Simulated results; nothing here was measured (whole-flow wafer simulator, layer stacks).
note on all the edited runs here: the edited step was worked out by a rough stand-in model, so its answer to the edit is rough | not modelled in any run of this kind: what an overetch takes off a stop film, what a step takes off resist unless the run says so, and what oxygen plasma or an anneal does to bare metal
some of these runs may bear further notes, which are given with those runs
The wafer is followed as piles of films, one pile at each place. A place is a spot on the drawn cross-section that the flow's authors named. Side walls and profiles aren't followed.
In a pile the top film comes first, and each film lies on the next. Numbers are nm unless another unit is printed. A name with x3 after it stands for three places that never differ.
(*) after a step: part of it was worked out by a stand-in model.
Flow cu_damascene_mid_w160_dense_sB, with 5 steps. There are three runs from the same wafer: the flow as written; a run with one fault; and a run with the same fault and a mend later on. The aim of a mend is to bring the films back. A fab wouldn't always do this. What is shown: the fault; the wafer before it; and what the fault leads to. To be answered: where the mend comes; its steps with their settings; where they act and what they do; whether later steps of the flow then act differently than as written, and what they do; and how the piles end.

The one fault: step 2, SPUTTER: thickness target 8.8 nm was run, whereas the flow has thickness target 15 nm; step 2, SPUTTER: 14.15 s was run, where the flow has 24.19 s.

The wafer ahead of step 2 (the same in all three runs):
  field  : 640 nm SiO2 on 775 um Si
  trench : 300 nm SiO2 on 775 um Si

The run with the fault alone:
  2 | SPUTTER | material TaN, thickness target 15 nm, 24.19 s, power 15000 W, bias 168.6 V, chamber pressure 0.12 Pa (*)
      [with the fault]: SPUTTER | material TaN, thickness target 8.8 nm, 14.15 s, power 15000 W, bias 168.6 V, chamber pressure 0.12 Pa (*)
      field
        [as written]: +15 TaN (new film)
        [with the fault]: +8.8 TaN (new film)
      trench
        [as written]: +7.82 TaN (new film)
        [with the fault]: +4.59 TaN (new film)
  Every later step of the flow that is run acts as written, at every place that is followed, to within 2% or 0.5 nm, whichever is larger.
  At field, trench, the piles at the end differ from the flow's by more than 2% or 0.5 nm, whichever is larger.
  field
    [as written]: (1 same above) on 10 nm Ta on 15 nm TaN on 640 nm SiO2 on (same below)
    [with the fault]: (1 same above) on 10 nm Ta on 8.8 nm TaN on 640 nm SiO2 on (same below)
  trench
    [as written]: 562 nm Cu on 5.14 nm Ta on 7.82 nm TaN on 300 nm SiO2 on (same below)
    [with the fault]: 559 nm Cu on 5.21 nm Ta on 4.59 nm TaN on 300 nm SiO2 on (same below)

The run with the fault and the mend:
  The mend follows step 2.
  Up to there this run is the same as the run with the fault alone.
  2a | SPUTTER | material TaN, thickness target 6.2 nm, 10.04 s, power 15000 W, bias 168.6 V, chamber pressure 0.12 Pa (*) (a further turn of the flow's step 2, with different settings)
      field
        +6.2 TaN
      trench
        +3.16 TaN
  Every later step of the flow that is run acts as written, at every place that is followed, to within 2% or 0.5 nm, whichever is larger.
  At the end the piles are close to the flow's at the places that both follow, differing by at most 2% or 0.5 nm, whichever is larger.
